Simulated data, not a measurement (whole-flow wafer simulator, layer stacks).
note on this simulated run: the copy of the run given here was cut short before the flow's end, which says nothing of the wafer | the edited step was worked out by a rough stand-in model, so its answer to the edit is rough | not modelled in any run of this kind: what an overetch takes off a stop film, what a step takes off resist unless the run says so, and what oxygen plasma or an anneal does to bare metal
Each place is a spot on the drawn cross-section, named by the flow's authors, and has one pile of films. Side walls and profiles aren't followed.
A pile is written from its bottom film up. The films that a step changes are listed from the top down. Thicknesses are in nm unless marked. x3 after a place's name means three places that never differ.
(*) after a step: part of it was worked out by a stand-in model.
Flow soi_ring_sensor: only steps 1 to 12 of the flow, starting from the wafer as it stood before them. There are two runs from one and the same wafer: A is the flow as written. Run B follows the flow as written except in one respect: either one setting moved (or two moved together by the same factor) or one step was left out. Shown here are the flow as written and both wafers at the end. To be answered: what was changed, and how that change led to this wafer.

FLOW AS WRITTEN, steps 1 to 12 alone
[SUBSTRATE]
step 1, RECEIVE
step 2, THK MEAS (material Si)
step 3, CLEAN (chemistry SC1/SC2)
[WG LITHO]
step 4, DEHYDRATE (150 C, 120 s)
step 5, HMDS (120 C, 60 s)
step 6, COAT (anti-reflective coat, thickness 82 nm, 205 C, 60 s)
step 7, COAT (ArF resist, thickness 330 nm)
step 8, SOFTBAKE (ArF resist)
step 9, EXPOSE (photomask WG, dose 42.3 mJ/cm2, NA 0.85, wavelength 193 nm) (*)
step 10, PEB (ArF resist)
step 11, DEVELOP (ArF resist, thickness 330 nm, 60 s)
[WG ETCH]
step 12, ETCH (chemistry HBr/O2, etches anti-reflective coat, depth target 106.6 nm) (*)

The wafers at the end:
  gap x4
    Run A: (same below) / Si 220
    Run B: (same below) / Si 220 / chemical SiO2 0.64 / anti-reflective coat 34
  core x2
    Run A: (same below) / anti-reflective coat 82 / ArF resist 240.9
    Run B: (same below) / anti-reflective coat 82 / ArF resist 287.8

What caused this: step 12, ETCH: depth target 48 nm was run, while the flow as written has depth target 106.6 nm.

How this came from the change, step by step:
  step 12, ETCH (chemistry HBr/O2, etches anti-reflective coat, depth target 106.6 nm) (*)
      gap x4: A -82 anti-reflective coat (all of it), -0.64 chemical SiO2 (all of it) | B -48 anti-reflective coat
      core x2: A -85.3 ArF resist | B -38.4 ArF resist
